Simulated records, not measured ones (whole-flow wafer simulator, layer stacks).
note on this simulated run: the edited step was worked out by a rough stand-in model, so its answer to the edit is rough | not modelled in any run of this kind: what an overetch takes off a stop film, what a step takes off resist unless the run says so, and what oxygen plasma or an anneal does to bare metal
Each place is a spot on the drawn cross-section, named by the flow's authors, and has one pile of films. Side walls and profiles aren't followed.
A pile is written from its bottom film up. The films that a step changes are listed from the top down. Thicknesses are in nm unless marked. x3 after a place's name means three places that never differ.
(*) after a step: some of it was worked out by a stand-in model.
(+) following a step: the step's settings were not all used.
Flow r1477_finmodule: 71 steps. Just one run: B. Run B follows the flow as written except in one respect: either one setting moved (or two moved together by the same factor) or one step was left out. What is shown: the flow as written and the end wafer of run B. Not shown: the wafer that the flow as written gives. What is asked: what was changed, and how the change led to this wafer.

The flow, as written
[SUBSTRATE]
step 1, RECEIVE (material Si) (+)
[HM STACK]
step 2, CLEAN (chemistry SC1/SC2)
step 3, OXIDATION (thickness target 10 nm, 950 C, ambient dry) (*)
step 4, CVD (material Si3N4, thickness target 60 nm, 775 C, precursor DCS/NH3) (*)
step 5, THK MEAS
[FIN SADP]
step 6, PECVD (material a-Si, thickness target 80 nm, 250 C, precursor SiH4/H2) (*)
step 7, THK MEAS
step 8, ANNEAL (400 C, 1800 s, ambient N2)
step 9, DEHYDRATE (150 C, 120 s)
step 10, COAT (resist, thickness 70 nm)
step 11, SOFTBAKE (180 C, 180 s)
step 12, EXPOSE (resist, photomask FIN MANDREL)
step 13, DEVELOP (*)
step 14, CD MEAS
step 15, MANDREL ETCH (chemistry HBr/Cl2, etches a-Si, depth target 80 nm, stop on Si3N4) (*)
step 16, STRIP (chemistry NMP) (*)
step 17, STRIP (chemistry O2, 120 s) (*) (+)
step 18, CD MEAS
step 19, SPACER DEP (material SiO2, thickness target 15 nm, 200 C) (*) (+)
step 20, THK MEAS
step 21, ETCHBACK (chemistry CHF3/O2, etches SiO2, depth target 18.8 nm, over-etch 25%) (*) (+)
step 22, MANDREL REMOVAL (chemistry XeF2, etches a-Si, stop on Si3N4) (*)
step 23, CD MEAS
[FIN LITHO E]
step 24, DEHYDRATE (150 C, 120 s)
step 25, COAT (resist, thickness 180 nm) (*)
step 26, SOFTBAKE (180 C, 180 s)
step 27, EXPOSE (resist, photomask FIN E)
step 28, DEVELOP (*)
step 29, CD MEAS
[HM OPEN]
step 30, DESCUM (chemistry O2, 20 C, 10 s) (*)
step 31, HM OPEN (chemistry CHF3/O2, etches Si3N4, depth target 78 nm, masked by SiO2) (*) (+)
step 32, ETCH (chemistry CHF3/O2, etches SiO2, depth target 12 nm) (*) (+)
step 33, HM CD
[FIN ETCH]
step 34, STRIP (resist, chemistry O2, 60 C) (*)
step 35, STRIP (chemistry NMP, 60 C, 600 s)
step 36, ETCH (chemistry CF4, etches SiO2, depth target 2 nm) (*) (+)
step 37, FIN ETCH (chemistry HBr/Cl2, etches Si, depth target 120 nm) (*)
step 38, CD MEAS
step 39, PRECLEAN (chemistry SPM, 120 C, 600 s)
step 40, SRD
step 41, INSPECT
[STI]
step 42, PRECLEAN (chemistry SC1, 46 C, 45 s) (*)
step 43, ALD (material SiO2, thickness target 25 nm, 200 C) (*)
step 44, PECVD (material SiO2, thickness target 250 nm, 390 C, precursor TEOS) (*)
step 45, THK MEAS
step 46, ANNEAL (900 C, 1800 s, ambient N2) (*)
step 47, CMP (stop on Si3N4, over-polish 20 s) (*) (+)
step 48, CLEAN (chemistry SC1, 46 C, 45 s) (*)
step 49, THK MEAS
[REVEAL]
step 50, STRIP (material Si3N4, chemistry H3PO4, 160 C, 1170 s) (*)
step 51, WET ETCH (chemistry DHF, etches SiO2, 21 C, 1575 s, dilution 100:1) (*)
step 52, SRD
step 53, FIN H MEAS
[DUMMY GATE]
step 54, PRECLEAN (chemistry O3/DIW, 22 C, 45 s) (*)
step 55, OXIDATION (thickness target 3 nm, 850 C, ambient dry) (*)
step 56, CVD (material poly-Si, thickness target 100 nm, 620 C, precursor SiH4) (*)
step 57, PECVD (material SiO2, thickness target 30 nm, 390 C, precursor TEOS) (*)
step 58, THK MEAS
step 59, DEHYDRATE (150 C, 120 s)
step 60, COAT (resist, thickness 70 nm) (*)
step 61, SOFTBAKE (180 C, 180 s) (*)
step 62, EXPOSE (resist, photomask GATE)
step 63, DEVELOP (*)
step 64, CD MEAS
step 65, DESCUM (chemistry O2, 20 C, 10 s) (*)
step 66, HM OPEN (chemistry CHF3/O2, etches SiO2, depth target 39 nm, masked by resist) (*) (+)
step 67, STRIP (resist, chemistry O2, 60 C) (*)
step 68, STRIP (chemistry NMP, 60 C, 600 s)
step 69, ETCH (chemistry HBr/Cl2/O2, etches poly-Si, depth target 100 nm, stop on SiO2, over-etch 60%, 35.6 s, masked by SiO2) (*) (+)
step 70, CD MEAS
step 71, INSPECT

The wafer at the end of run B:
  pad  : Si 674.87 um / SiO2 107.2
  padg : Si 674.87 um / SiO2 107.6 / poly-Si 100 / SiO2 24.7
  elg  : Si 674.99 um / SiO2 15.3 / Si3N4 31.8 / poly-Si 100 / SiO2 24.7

Cause: step 3, OXIDATION: thickness target 15.3 nm was run, though the flow has thickness target 10 nm.
One can read it off the wafer: elg has SiO2 15.3, and step 3 as written asks for 10 nm.

How this came from the change, step by step:
  step 3, OXIDATION (thickness target 10 nm, 950 C, ambient dry) (*)
      pad, padg, elg and 33 more: SiO2 gains 15.3 (new film), chemical SiO2 loses 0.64 (all of it), Si loses 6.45 (in the flow as written it would be: SiO2 gains 10 (new film), chemical SiO2 loses 0.64 (all of it), Si loses 4.12)
  step 31, HM OPEN (chemistry CHF3/O2, etches Si3N4, depth target 78 nm, masked by SiO2) (*) (+)
      pad, padg, esg and 13 more: Si3N4 loses 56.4 (all of it), SiO2 loses 10.8 (in the flow as written it would be: Si3N4 loses 56.4 (all of it), SiO2 loses 10 (all of it))
  step 32, ETCH (chemistry CHF3/O2, etches SiO2, depth target 12 nm) (*) (+)
      pad, padg, e40sg and 11 more: SiO2 loses 4.49 (all of it), Si loses 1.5 (in the flow as written it would be: Si loses 2.4)
      esg, eso: SiO2 loses 4.49 (all of it), Si loses 1.5 (in the flow as written it would be: Si loses 1.77)
      (and at 6 other places as well)
  step 43, ALD (material SiO2, thickness target 25 nm, 200 C) (*)
      esg: SiO2 gains 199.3 (new film) (in the flow as written it would be: SiO2 gains 194.3 (new film))
  step 47, CMP (stop on Si3N4, over-polish 20 s) (*) (+)
      pad, padg, e40sg and 11 more: SiO2 loses 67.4 (in the flow as written it would be: SiO2 loses 71.8)
      eso: SiO2 loses 67.4 (in the flow as written it would be: SiO2 loses 72.4)
  step 51, WET ETCH (chemistry DHF, etches SiO2, 21 C, 1575 s, dilution 100:1) (*)
      s40sg_line, s45sg_line, s50sg_line, s40so_line, s45so_line, s50so_line: SiO2 loses 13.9 (all of it) (in the flow as written it would be: SiO2 loses 8.63 (all of it))
  step 56, CVD (material poly-Si, thickness target 100 nm, 620 C, precursor SiH4) (*)
      s40cg, s40co: poly-Si gains 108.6 (new film) (in the flow as written it would be: poly-Si gains 113.9 (new film))
      s45cg, s45co: poly-Si gains 108.1 (new film) (in the flow as written it would be: poly-Si gains 113.4 (new film))
      (and at 2 other places as well)
  step 60, COAT (resist, thickness 70 nm) (*)
      s40sg, s40so: resist gains 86 (new film) (in the flow as written it would be: resist gains 91 (new film))
      s45sg, s45so: resist gains 85.9 (new film) (in the flow as written it would be: resist gains 91 (new film))
      (and at 2 other places as well)
  step 63, DEVELOP (*)
      s40so: resist loses 86 (all of it) (in the flow as written it would be: resist loses 91 (all of it))
      s45so: resist loses 85.9 (all of it) (in the flow as written it would be: resist loses 91 (all of it))
      (and at 1 other place as well)
  step 67, STRIP (resist, chemistry O2, 60 C) (*)
      s40sg: resist loses 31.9 (all of it) (in the flow as written it would be: resist loses 36.9 (all of it))
      s45sg: resist loses 31.8 (all of it) (in the flow as written it would be: resist loses 36.9 (all of it))
      (and at 1 other place as well)
  step 69, ETCH (chemistry HBr/Cl2/O2, etches poly-Si, depth target 100 nm, stop on SiO2, over-etch 60%, 35.6 s, masked by SiO2) (*) (+)
      s40co: chemical SiO2 loses 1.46 (all of it), poly-Si loses 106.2 (all of it), SiO2 loses 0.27 (in the flow as written it would be: chemical SiO2 loses 1.46 (all of it), poly-Si loses 111.5 (all of it), SiO2 loses 0.24)
      s45co: chemical SiO2 loses 1.46 (all of it), poly-Si loses 105.6 (all of it), SiO2 loses 0.27 (in the flow as written it would be: chemical SiO2 loses 1.46 (all of it), poly-Si loses 110.9 (all of it), SiO2 loses 0.25)
      (and at 1 other place as well)
